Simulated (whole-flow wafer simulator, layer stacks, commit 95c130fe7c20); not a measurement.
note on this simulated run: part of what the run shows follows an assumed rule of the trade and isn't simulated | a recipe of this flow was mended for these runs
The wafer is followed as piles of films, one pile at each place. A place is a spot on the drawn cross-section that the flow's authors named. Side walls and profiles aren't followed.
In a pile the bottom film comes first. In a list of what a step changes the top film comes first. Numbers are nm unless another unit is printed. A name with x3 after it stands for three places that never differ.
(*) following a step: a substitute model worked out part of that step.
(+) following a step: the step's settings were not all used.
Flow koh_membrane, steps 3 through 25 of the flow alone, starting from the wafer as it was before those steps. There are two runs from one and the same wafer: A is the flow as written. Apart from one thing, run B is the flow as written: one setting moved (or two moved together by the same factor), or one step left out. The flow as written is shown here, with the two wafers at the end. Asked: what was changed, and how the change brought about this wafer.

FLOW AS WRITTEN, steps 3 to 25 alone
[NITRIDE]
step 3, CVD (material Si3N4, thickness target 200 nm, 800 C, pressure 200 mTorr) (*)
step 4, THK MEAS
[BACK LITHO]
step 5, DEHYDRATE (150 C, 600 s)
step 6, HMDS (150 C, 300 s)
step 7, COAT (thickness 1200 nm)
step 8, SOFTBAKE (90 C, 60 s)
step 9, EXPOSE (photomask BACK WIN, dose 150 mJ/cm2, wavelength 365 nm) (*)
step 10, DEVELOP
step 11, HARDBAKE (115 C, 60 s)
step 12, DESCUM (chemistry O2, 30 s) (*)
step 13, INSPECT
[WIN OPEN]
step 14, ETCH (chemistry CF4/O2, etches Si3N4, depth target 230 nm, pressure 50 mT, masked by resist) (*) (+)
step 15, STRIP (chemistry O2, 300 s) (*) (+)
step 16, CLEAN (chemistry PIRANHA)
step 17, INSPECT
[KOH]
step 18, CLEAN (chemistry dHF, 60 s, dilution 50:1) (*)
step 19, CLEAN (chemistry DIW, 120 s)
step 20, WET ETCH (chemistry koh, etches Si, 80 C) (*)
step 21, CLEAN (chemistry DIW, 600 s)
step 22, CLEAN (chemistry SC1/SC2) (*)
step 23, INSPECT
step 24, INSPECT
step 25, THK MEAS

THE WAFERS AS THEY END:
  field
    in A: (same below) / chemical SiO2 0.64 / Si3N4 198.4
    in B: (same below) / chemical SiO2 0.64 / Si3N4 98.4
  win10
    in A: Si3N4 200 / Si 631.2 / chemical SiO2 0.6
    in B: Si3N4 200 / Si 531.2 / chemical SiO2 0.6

The reason: step 3, CVD: thickness target 100 nm was run, though the flow has thickness target 200 nm.

How this came from the change, step by step:
  step 3, CVD (material Si3N4, thickness target 200 nm, 800 C, pressure 200 mTorr) (*)
      field, win20 x4, win10: A Si3N4 gains 200 (new film) | B Si3N4 gains 100 (new film)
  step 14, ETCH (chemistry CF4/O2, etches Si3N4, depth target 230 nm, pressure 50 mT, masked by resist) (*) (+)
      win20 x4, win10: A Si3N4 loses 200 (all of it), chemical SiO2 loses 0.64 (all of it), Si loses 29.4 | B Si3N4 loses 100 (all of it), chemical SiO2 loses 0.64 (all of it), Si loses 129.4
